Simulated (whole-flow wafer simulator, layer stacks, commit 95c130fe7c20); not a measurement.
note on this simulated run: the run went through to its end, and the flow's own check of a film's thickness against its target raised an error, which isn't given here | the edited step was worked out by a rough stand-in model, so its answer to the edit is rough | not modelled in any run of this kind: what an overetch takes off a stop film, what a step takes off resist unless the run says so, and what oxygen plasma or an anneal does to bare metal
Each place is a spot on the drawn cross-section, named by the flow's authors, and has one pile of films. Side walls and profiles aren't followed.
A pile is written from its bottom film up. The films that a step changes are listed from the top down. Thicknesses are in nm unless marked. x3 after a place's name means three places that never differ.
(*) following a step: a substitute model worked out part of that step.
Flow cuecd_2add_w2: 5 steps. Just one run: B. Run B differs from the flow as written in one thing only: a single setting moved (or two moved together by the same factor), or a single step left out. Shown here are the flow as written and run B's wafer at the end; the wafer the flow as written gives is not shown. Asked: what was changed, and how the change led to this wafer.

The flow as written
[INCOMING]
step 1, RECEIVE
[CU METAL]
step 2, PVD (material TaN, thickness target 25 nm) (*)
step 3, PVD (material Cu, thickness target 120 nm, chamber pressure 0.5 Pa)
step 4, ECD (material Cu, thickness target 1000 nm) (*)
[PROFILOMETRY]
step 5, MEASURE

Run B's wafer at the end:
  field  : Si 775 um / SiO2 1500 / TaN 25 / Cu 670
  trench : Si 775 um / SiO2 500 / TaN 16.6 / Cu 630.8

The reason: step 4, ECD: thickness target 550 nm was run, though the flow has thickness target 1000 nm.

How this came from the change, step by step:
  step 4, ECD (material Cu, thickness target 1000 nm) (*)
      field: Cu gains 550 (as written it would have been: Cu gains 1000)
      trench: Cu gains 550 (as written it would have been: Cu gains 2047.6)
